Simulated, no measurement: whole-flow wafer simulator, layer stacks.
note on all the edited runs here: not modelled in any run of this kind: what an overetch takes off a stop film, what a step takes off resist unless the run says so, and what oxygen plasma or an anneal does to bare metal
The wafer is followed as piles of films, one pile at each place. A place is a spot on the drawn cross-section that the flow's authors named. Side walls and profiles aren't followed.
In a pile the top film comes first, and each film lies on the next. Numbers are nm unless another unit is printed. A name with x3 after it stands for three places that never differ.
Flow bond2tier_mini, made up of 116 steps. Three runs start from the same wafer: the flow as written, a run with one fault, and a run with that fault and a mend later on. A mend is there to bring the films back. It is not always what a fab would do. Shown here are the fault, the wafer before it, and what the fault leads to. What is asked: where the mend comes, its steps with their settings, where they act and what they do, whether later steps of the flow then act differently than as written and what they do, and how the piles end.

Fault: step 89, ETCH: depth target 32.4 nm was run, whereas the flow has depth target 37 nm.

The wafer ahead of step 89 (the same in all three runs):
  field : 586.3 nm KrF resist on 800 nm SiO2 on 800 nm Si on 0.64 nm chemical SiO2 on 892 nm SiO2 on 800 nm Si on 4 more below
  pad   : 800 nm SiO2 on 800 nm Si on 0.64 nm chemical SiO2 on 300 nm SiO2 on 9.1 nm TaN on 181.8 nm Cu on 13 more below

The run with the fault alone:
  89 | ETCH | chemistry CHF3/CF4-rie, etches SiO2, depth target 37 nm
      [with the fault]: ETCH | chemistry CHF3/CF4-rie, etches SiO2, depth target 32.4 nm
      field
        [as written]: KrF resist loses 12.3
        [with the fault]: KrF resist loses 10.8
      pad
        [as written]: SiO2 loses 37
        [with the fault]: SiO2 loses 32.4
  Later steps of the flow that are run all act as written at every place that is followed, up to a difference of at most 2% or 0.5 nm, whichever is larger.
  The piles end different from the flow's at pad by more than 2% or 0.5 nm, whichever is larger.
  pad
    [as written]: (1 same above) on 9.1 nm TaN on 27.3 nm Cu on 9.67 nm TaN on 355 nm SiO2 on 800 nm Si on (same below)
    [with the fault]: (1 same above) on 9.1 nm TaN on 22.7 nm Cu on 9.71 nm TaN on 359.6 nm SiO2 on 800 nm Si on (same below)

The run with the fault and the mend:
  The mend stands after step 89.
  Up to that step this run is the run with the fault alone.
  89a | ETCH | chemistry CHF3/CF4-rie, etches SiO2, depth target 4.6 nm (the flow's step 89, run once more with other settings)
      field
        KrF resist loses 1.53
      pad
        SiO2 loses 4.6
  Later steps of the flow that are run all act as written at every place that is followed.
  At every place that both follow, the piles at the end match the flow's.
